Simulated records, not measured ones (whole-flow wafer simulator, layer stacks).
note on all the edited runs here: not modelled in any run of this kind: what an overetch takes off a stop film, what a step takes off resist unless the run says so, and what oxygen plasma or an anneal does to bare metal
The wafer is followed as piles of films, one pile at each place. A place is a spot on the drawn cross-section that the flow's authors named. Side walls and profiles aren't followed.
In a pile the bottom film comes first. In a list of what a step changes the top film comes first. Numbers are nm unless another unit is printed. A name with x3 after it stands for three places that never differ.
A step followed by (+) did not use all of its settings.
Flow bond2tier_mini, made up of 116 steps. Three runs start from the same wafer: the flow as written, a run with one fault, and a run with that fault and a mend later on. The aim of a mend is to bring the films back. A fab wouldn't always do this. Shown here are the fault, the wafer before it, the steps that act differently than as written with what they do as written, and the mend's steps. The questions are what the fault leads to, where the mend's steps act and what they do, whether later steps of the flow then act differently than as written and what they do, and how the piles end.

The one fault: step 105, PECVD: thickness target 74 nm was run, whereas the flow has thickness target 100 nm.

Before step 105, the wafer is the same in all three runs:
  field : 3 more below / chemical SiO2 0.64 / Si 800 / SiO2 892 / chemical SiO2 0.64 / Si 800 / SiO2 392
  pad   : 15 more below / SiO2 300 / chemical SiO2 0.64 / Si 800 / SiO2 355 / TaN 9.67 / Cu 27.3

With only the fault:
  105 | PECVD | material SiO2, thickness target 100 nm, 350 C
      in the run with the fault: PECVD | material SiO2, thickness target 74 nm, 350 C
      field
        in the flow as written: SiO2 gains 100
        in the run with the fault: SiO2 gains 74
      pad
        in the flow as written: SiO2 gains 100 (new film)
        in the run with the fault: SiO2 gains 74 (new film)
  Later steps of the flow acting differently than as written (1 more step, not shown, differs only slightly: by at most 2% or 0.5 nm, whichever is larger):
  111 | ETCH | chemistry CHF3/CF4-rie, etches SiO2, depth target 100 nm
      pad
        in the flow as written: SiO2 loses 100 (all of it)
        in the run with the fault: SiO2 loses 74 (all of it), Cu loses 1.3
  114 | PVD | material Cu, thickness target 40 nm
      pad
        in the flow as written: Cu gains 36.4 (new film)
        in the run with the fault: Cu gains 37.3 (new film)
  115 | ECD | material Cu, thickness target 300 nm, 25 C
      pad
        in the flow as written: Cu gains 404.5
        in the run with the fault: Cu gains 378.7
  At field, pad, the piles at the end differ from the flow's by more than 2% or 0.5 nm, whichever is larger.
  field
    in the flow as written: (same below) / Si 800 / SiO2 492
    in the run with the fault: (same below) / Si 800 / SiO2 466
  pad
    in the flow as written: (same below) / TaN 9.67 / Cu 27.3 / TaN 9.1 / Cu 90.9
    in the run with the fault: (same below) / TaN 9.67 / Cu 26 / TaN 9.36 / Cu 65.9

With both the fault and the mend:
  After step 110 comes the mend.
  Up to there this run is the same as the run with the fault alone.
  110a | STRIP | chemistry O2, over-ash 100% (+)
      field
        KrF resist loses 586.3 (all of it)
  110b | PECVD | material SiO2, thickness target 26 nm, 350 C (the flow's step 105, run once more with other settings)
      field, pad
        SiO2 gains 26
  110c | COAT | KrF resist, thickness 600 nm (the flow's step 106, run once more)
      field, pad
        KrF resist gains 600 (new film)
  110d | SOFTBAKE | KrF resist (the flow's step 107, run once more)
      alters no film at any place that is followed
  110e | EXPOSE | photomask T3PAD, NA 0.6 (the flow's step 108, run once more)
      alters no film at any place that is followed
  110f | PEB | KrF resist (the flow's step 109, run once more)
      alters no film at any place that is followed
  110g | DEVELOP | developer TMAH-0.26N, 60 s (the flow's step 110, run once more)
      field
        KrF resist loses 13.7
      pad
        KrF resist loses 600 (all of it)
  None of the later steps of the flow acts differently than as written at any place that is followed.
  At every place that both follow, the piles at the end match the flow's.
